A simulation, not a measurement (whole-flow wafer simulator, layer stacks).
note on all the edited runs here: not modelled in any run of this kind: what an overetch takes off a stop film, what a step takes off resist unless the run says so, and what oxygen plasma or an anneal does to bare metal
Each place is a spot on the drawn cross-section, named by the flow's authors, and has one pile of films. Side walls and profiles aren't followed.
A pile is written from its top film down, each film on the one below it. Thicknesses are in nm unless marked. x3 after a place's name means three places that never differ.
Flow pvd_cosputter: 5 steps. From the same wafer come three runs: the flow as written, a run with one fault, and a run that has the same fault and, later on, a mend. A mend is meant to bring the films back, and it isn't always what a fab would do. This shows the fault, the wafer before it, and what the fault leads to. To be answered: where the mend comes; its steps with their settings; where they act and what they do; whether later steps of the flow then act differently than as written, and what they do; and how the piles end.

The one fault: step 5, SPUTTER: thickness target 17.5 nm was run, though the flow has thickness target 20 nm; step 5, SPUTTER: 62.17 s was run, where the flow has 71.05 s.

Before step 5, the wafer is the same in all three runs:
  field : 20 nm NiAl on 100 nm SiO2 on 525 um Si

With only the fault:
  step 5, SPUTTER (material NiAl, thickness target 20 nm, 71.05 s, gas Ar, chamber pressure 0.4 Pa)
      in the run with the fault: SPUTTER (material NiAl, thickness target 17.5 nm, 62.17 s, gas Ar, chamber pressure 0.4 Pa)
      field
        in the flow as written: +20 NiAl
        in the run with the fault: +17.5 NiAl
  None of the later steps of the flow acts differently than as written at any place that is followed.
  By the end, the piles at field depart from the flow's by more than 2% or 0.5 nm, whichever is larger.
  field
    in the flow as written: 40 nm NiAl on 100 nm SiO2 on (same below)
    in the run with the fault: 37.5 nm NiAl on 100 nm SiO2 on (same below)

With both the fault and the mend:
  After step 5 comes the mend.
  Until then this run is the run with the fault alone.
  step 5a, SPUTTER (material NiAl, thickness target 2.5 nm, 8.881 s, gas Ar, chamber pressure 0.4 Pa) (the flow's step 5 again, with other settings)
      field
        +2.5 NiAl
  None of the later steps of the flow acts differently than as written at any place that is followed.
  At every place that both follow, the piles at the end match the flow's.
